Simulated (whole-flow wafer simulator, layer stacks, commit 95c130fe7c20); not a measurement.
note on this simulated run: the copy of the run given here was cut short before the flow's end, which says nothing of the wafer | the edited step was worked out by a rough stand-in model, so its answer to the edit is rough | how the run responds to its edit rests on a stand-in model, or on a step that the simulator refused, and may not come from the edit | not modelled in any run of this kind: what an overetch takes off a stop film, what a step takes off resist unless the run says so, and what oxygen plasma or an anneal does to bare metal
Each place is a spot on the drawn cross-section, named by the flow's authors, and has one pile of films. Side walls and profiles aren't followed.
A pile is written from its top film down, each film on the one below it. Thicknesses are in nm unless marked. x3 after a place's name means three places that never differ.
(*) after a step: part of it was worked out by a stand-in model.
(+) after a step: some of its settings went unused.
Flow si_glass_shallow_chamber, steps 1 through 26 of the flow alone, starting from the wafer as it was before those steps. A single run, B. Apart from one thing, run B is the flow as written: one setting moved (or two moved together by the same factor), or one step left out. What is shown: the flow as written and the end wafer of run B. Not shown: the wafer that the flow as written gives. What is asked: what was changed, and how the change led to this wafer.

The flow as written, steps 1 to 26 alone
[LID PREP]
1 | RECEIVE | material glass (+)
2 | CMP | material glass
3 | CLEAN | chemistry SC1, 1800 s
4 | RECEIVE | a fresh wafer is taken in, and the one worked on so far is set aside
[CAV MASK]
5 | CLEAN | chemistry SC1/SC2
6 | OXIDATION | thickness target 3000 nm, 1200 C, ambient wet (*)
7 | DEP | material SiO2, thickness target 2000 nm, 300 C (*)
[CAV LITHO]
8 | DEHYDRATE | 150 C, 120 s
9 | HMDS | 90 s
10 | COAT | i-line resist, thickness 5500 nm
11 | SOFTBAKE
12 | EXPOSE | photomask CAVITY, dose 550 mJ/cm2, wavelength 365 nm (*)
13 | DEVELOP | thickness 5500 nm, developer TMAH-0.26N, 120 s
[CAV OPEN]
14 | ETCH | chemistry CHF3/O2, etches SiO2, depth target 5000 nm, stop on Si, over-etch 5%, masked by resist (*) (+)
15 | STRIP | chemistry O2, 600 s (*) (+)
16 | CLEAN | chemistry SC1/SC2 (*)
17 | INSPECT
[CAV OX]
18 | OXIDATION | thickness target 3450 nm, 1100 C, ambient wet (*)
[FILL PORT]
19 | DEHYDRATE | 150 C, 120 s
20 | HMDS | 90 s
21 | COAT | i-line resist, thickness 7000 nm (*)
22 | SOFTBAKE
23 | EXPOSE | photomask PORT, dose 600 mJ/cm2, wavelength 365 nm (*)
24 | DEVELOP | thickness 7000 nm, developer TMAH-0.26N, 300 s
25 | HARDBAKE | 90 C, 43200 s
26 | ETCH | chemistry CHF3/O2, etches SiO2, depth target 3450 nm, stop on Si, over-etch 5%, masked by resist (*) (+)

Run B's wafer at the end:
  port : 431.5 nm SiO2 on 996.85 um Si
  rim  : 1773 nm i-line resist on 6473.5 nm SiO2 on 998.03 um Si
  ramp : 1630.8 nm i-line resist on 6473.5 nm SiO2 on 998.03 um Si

What caused this: step 18, OXIDATION: thickness target 4054 nm was run, while the flow as written has thickness target 3450 nm.

How this came from the change, step by step:
  18 | OXIDATION | thickness target 3450 nm, 1100 C, ambient wet (*)
      rim, ramp, septum, ring: +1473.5 SiO2, -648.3 Si (as written it would have been: +1109.8 SiO2, -488.3 Si)
      cav, port: +4054 SiO2 (new film), -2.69 chemical SiO2 (all of it), -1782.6 Si (as written it would have been: +3450 SiO2 (new film), -2.69 chemical SiO2 (all of it), -1516.8 Si)
  22 | SOFTBAKE
      rim: -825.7 i-line resist (as written it would have been: -849 i-line resist)
      ramp: -418.4 i-line resist (as written it would have been: -434.5 i-line resist)
      (as well as at 2 more places)
  25 | HARDBAKE | 90 C, 43200 s
      rim: -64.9 i-line resist (as written it would have been: -62.5 i-line resist)
      ramp: -59.8 i-line resist (as written it would have been: -57.1 i-line resist)
  26 | ETCH | chemistry CHF3/O2, etches SiO2, depth target 3450 nm, stop on Si, over-etch 5%, masked by resist (*) (+)
      port: -3622.5 SiO2 (as written it would have been: -3450 SiO2 (all of it), -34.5 Si)
